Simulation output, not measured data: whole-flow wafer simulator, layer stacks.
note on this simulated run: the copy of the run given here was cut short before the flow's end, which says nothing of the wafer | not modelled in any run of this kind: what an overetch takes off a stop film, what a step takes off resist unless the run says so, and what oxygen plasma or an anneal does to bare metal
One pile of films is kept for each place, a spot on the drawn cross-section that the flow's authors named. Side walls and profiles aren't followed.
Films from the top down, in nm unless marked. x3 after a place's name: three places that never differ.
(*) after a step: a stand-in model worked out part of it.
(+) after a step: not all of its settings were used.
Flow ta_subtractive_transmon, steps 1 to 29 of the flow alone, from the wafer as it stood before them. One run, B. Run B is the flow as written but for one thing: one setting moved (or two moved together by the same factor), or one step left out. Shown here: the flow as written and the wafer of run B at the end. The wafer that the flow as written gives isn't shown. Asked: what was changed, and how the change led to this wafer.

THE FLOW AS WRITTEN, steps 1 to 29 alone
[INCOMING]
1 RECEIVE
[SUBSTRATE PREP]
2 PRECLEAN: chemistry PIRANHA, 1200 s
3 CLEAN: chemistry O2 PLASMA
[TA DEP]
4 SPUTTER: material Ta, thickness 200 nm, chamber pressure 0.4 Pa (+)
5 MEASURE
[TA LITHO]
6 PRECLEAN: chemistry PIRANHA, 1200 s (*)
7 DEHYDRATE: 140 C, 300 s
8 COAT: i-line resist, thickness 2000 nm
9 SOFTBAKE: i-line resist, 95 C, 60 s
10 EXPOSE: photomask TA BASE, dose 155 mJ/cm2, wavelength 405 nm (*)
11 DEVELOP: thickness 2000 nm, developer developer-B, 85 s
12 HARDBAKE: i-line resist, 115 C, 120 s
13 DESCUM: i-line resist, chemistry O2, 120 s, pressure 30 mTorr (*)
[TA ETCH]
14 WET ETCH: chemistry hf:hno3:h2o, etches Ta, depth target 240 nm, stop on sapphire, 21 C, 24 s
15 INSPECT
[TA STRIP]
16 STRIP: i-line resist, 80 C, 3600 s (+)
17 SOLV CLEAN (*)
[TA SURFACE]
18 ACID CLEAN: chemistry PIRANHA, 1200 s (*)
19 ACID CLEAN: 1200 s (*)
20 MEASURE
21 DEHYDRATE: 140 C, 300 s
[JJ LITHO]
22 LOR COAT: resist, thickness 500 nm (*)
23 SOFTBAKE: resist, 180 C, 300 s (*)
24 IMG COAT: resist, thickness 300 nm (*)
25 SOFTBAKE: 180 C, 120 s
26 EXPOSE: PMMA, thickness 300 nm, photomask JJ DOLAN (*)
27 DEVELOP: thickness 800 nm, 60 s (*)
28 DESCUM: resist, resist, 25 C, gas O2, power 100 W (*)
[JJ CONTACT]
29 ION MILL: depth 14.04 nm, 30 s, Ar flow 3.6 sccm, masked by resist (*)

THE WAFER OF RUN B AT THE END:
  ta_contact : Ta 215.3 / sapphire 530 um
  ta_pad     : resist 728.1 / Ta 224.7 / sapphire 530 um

The cause: step 4, SPUTTER: thickness 225 nm was run, where the flow has thickness 200 nm.

How the change led to this, step by step:
  4 SPUTTER: material Ta, thickness 200 nm, chamber pressure 0.4 Pa (+)
      field x2, jj_line, lead, ta_contact, ta_pad: Ta +225 (new film) (as written it would be: Ta +200 (new film))
  14 WET ETCH: chemistry hf:hno3:h2o, etches Ta, depth target 240 nm, stop on sapphire, 21 C, 24 s
      field x2, jj_line, lead: Ta -225 (all of it) (as written it would be: Ta -200 (all of it))
